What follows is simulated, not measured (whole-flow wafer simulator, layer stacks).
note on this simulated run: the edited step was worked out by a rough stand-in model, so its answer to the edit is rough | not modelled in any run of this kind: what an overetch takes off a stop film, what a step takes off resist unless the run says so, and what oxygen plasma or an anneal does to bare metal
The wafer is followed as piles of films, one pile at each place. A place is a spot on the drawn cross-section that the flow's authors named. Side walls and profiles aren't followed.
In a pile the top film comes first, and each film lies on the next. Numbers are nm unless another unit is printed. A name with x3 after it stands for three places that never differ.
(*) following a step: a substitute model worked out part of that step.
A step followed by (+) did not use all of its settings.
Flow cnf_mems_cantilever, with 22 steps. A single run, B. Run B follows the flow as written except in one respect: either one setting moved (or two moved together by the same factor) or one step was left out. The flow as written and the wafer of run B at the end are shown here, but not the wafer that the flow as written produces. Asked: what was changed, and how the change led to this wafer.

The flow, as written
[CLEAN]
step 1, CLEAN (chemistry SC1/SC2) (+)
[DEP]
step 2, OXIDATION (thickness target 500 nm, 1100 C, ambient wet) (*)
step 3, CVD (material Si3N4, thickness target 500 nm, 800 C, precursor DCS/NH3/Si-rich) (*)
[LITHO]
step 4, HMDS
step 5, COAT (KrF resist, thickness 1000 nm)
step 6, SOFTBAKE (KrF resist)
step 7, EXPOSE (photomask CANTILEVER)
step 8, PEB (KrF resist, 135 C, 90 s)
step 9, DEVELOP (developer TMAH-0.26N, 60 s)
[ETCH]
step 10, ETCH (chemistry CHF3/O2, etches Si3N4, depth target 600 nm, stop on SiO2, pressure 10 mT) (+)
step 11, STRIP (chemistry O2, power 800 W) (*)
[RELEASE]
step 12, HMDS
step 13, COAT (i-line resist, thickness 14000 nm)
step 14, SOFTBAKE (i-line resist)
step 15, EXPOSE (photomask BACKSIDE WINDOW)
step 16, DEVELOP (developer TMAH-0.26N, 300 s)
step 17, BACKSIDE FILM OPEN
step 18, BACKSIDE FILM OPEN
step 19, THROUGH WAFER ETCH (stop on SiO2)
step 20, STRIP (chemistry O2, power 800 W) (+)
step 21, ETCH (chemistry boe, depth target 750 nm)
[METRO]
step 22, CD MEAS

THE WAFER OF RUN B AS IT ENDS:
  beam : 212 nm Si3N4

What caused this: step 3, CVD: thickness target 212 nm was run, while the flow as written has thickness target 500 nm.
One can read it off the wafer: beam has Si3N4 212, and step 3 as written asks for 500 nm.

The path from the change to this, step by step:
  step 3, CVD (material Si3N4, thickness target 500 nm, 800 C, precursor DCS/NH3/Si-rich) (*)
      field, beam: Si3N4 gains 212 (new film) (it would be, as written: Si3N4 gains 500 (new film))
  step 10, ETCH (chemistry CHF3/O2, etches Si3N4, depth target 600 nm, stop on SiO2, pressure 10 mT) (+)
      field: Si3N4 loses 212 (all of it) (it would be, as written: Si3N4 loses 500 (all of it))
      beam: KrF resist loses 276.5 (it would be, as written: KrF resist loses 521.7)
  step 11, STRIP (chemistry O2, power 800 W) (*)
      beam: KrF resist loses 665.1 (all of it) (it would be, as written: KrF resist loses 419.9 (all of it))
